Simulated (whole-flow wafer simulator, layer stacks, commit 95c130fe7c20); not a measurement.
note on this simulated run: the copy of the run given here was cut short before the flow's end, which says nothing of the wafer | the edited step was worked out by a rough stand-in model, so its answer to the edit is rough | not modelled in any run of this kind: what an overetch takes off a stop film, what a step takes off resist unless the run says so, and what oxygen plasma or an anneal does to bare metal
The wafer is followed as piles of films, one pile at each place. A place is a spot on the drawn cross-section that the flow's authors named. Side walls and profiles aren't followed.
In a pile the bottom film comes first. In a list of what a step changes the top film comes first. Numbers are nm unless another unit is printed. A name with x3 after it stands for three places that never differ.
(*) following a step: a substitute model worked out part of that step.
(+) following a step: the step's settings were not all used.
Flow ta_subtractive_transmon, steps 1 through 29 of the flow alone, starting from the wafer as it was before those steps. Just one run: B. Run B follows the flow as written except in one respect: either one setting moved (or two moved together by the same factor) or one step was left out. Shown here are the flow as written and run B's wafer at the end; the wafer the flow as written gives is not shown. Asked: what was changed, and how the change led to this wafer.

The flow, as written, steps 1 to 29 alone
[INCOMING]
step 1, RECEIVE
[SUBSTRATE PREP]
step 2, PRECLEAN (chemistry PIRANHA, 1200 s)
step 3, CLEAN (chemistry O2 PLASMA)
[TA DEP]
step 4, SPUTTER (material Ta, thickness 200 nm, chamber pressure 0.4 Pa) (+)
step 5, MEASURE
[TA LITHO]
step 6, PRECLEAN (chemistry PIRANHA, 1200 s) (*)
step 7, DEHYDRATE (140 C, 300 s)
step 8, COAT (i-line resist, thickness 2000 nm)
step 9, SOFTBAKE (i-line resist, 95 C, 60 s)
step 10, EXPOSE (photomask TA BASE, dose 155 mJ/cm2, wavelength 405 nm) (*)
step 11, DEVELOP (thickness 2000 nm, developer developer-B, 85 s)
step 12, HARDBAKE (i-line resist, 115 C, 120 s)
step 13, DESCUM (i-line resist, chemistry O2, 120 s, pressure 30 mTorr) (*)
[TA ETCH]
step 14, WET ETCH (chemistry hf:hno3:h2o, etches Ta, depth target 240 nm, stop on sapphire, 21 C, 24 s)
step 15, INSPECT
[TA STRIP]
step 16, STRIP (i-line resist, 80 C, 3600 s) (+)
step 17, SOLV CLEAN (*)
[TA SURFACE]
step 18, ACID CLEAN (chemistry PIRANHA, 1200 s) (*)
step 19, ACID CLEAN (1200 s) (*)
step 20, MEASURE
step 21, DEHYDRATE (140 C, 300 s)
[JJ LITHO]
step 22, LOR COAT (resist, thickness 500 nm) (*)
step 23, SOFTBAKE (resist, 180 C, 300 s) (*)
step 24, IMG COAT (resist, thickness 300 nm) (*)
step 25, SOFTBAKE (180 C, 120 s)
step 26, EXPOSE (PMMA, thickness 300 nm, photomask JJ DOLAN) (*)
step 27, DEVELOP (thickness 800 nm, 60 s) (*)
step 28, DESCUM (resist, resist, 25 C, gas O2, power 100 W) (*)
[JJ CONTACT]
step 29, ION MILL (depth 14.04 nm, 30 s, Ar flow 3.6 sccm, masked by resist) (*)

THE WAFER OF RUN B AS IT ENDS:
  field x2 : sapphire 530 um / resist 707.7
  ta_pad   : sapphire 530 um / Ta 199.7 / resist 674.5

Cause: step 24, IMG COAT: thickness 240 nm was run, whereas the flow has thickness 300 nm.

The path from the change to this, step by step:
  step 24, IMG COAT (resist, thickness 300 nm) (*)
      field x2, jj_line: resist gains 240 (in the flow as written it would be: resist gains 300)
      lead: resist gains 250.8 (in the flow as written it would be: resist gains 312.6)
      (also at 2 further places)
  step 27, DEVELOP (thickness 800 nm, 60 s) (*)
      jj_line: resist loses 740 (all of it) (in the flow as written it would be: resist loses 800 (all of it))
      lead: resist loses 805.6 (all of it) (in the flow as written it would be: resist loses 867.4 (all of it))
      (also at 1 further place)
